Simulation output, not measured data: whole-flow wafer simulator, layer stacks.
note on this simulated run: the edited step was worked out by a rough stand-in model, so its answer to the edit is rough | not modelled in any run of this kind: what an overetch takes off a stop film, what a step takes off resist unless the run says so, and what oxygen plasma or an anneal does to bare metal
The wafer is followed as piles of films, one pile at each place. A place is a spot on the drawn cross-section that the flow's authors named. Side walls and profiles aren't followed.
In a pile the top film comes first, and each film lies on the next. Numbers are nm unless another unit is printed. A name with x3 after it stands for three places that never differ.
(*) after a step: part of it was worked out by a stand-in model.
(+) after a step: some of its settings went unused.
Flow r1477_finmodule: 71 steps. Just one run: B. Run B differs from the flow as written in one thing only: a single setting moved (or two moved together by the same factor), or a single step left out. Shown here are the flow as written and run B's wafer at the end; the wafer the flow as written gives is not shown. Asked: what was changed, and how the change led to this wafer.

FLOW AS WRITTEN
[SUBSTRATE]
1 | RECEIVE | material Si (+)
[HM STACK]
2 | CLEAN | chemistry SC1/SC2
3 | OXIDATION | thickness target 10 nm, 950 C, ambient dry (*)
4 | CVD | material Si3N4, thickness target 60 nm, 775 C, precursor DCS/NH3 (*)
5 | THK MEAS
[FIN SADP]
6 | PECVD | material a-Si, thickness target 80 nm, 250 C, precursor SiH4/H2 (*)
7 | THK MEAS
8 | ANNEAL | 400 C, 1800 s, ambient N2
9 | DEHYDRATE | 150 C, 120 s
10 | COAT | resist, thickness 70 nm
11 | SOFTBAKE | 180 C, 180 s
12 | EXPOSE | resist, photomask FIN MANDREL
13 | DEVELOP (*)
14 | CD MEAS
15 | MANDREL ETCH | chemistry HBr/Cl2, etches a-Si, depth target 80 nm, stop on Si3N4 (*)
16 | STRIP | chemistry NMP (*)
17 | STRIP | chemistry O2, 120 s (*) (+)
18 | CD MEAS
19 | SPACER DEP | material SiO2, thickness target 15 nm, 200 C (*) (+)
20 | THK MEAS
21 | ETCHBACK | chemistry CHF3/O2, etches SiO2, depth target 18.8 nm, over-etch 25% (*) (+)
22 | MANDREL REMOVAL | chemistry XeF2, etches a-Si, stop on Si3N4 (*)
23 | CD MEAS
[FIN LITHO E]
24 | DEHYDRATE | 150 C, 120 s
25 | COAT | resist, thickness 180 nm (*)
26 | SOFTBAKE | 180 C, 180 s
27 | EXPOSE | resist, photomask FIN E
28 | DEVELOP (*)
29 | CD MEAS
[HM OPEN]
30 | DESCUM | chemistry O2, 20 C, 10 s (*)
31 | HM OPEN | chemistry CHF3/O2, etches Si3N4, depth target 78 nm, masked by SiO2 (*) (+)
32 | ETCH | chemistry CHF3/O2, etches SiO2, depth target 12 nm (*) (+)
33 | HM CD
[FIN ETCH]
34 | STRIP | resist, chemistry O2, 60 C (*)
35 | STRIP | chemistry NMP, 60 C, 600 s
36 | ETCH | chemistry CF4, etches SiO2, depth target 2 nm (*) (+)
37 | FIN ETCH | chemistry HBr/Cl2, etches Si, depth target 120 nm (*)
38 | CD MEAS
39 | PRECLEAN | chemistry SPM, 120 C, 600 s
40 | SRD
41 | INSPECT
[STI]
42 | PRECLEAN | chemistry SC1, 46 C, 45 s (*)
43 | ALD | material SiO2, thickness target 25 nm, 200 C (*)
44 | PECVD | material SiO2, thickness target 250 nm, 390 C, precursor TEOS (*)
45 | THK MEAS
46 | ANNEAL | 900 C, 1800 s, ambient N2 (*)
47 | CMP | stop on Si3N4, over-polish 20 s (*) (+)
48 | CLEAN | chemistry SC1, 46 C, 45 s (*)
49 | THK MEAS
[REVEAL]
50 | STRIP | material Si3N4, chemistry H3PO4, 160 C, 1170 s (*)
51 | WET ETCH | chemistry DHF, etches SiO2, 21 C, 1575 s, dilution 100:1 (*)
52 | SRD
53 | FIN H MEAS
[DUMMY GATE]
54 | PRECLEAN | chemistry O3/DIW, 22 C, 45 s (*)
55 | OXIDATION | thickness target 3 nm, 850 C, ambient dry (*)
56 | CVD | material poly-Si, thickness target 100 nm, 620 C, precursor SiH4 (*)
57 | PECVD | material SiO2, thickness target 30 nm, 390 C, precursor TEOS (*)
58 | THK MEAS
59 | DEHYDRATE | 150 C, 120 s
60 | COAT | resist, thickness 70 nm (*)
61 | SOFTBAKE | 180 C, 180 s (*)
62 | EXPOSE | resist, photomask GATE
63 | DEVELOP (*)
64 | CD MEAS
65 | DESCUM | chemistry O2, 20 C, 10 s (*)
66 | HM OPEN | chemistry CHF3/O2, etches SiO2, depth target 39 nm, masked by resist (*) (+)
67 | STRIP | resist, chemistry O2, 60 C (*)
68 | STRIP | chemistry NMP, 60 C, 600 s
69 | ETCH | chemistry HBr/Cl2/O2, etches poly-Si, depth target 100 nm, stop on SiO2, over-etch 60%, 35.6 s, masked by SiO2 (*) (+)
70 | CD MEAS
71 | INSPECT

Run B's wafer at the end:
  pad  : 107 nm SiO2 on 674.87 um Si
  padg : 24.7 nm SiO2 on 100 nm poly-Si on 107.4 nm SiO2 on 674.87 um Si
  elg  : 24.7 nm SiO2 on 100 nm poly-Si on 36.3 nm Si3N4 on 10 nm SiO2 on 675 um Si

What caused this: step 4, CVD: thickness target 64.5 nm was run, though the flow has thickness target 60 nm.

Step by step, how the change led to this:
  4 | CVD | material Si3N4, thickness target 60 nm, 775 C, precursor DCS/NH3 (*)
      pad, padg, elg and 33 more: +64.5 Si3N4 (new film) (as written it would have been: +60 Si3N4 (new film))
  31 | HM OPEN | chemistry CHF3/O2, etches Si3N4, depth target 78 nm, masked by SiO2 (*) (+)
      pad, padg, esg and 13 more: -60.9 Si3N4 (all of it), -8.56 SiO2 (as written it would have been: -56.4 Si3N4 (all of it), -10 SiO2 (all of it))
      s40cg, s45cg, s50cg, s40co, s45co, s50co: -64.5 Si3N4 (all of it), -6.75 SiO2 (as written it would have been: -60 Si3N4 (all of it), -9 SiO2)
  32 | ETCH | chemistry CHF3/O2, etches SiO2, depth target 12 nm (*) (+)
      pad, padg, e40sg and 11 more: -1.44 SiO2 (all of it), -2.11 Si (as written it would have been: -2.4 Si)
      esg, eso: -1.44 SiO2 (all of it), -2.11 Si (as written it would have been: -1.77 Si)
      (as well as at 6 more places)
  43 | ALD | material SiO2, thickness target 25 nm, 200 C (*)
      esg: +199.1 SiO2 (new film) (as written it would have been: +194.3 SiO2 (new film))
  47 | CMP | stop on Si3N4, over-polish 20 s (*) (+)
      pad, padg, e40sg and 11 more: -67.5 SiO2 (as written it would have been: -71.8 SiO2)
      eso: -67.5 SiO2 (as written it would have been: -72.4 SiO2)
  50 | STRIP | material Si3N4, chemistry H3PO4, 160 C, 1170 s (*)
      s40sg_line, s45sg_line, s50sg_line, s40so_line, s45so_line, s50so_line: -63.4 Si3N4 (all of it), -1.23 SiO2 (as written it would have been: -58.9 Si3N4 (all of it), -1.37 SiO2)
  56 | CVD | material poly-Si, thickness target 100 nm, 620 C, precursor SiH4 (*)
      s40cg, s40co: +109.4 poly-Si (new film) (as written it would have been: +113.9 poly-Si (new film))
      s45cg, s45co: +108.9 poly-Si (new film) (as written it would have been: +113.4 poly-Si (new film))
      (as well as at 2 more places)
  60 | COAT | resist, thickness 70 nm (*)
      s40sg, s40so: +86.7 resist (new film) (as written it would have been: +91 resist (new film))
      s45sg, s45so: +86.6 resist (new film) (as written it would have been: +91 resist (new film))
      (as well as at 2 more places)
  63 | DEVELOP (*)
      s40so: -86.7 resist (all of it) (as written it would have been: -91 resist (all of it))
      s45so: -86.6 resist (all of it) (as written it would have been: -91 resist (all of it))
      (as well as at 1 more place)
  67 | STRIP | resist, chemistry O2, 60 C (*)
      s40sg: -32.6 resist (all of it) (as written it would have been: -36.9 resist (all of it))
      s45sg: -32.5 resist (all of it) (as written it would have been: -36.9 resist (all of it))
      (as well as at 1 more place)
  69 | ETCH | chemistry HBr/Cl2/O2, etches poly-Si, depth target 100 nm, stop on SiO2, over-etch 60%, 35.6 s, masked by SiO2 (*) (+)
      s40co: -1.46 chemical SiO2 (all of it), -107 poly-Si (all of it), -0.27 SiO2 (as written it would have been: -1.46 chemical SiO2 (all of it), -111.5 poly-Si (all of it), -0.24 SiO2)
      s45co: -1.46 chemical SiO2 (all of it), -106.4 poly-Si (all of it), -0.27 SiO2 (as written it would have been: -1.46 chemical SiO2 (all of it), -110.9 poly-Si (all of it), -0.25 SiO2)
      (as well as at 1 more place)
